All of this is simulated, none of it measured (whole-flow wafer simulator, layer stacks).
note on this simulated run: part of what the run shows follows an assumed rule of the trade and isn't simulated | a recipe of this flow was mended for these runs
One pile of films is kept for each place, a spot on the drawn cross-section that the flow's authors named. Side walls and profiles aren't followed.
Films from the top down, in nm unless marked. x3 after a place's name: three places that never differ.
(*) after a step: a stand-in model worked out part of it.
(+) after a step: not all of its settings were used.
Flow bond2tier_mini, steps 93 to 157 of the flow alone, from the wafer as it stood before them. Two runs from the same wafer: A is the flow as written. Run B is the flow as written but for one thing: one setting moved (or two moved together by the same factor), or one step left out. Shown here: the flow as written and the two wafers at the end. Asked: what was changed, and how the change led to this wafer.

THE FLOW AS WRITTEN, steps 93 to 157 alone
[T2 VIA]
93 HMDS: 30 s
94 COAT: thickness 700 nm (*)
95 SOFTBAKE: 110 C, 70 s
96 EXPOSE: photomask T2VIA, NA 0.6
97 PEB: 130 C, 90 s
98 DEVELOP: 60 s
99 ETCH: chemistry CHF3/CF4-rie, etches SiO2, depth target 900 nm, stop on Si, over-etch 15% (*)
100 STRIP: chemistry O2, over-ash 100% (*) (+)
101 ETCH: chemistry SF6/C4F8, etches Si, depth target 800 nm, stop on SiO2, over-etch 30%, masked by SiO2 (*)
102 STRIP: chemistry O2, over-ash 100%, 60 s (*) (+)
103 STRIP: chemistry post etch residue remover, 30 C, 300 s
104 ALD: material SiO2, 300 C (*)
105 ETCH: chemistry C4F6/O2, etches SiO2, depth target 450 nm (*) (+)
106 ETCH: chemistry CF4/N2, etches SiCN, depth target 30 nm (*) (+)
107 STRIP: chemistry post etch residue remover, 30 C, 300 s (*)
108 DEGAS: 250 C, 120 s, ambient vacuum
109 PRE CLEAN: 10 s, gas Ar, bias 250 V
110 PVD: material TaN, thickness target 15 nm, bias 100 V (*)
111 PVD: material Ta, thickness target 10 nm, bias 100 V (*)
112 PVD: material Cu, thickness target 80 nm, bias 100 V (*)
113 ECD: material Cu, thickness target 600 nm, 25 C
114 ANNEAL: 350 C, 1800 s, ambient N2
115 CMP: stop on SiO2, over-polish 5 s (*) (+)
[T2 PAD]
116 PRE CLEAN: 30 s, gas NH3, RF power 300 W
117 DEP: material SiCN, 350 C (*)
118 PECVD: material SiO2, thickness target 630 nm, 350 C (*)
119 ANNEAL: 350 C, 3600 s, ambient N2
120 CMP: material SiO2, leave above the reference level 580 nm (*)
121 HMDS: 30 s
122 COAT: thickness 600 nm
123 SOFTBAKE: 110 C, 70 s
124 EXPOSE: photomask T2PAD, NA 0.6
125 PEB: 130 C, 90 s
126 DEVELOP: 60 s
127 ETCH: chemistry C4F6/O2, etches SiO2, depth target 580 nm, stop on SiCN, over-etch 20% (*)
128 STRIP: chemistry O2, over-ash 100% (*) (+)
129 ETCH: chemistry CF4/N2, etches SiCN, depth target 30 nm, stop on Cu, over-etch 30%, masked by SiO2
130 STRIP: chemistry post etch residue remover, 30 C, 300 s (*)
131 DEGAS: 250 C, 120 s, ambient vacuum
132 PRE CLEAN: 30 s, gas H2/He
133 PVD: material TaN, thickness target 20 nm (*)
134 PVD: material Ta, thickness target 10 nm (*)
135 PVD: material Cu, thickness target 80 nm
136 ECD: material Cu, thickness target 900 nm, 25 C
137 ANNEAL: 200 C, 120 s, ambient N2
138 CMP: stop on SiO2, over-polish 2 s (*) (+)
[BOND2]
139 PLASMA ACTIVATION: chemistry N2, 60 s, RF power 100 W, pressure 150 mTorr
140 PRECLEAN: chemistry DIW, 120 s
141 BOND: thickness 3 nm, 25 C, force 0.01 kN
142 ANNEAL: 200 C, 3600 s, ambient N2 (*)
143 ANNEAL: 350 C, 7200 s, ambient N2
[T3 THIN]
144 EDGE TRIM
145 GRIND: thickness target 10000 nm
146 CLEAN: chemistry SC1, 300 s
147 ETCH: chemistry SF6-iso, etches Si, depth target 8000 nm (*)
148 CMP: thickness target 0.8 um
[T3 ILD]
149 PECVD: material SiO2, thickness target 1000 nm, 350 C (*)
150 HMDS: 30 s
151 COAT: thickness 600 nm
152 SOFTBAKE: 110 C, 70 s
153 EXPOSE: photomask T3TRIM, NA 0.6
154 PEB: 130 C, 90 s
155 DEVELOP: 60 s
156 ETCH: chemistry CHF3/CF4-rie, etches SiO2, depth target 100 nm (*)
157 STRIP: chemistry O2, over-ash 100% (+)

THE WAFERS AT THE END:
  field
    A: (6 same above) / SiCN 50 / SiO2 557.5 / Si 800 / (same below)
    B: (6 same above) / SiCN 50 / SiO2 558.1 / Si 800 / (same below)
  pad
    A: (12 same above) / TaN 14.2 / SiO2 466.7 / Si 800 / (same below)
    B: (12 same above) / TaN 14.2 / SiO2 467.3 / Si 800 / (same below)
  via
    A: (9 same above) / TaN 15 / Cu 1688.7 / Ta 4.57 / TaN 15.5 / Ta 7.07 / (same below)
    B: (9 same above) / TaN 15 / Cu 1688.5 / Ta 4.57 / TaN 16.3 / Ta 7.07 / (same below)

The cause: step 109, PRE CLEAN: bias 192 V was run, where the flow has bias 250 V.

How the change led to this, step by step:
  109 PRE CLEAN: 10 s, gas Ar, bias 250 V
      field, pad: A SiO2 -3 | B SiO2 -2.47
      via: A TaN -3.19 | B TaN -2.44
